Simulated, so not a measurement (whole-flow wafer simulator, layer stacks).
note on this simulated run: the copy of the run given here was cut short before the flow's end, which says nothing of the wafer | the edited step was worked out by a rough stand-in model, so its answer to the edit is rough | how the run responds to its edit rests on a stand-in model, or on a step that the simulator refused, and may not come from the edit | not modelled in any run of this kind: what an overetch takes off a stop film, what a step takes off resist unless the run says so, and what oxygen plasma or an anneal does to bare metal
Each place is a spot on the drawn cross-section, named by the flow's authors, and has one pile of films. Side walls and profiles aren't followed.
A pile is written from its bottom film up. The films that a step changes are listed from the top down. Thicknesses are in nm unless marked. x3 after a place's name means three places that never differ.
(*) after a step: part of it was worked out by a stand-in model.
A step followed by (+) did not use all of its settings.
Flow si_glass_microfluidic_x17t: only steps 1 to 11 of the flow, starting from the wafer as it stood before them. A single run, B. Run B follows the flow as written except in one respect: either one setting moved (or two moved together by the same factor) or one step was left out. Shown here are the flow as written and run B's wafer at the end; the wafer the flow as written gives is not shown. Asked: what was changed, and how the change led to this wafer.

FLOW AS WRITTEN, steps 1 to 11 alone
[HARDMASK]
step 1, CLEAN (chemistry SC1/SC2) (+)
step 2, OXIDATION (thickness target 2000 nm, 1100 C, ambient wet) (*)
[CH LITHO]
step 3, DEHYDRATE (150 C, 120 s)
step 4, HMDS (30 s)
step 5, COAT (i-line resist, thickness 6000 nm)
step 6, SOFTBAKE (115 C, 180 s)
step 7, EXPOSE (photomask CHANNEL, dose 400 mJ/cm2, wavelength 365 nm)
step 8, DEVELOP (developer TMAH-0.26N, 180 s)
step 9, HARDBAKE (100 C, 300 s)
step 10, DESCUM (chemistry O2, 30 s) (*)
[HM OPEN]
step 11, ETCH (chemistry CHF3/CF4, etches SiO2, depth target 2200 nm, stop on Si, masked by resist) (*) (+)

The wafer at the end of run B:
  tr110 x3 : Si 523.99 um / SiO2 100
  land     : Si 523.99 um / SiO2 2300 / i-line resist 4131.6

Cause: step 2, OXIDATION: thickness target 2300 nm was run, while the flow as written has thickness target 2000 nm.
One can read it off the wafer: land has SiO2 2300, and step 2 as written asks for 2000 nm.

The path from the change to this, step by step:
  step 2, OXIDATION (thickness target 2000 nm, 1100 C, ambient wet) (*)
      land, tr110 x3: +2300 SiO2 (new film), -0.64 chemical SiO2 (all of it), -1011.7 Si (in the flow as written it would be: +2000 SiO2 (new film), -0.64 chemical SiO2 (all of it), -879.7 Si)
  step 11, ETCH (chemistry CHF3/CF4, etches SiO2, depth target 2200 nm, stop on Si, masked by resist) (*) (+)
      tr110 x3: -2200 SiO2 (in the flow as written it would be: -2000 SiO2 (all of it))
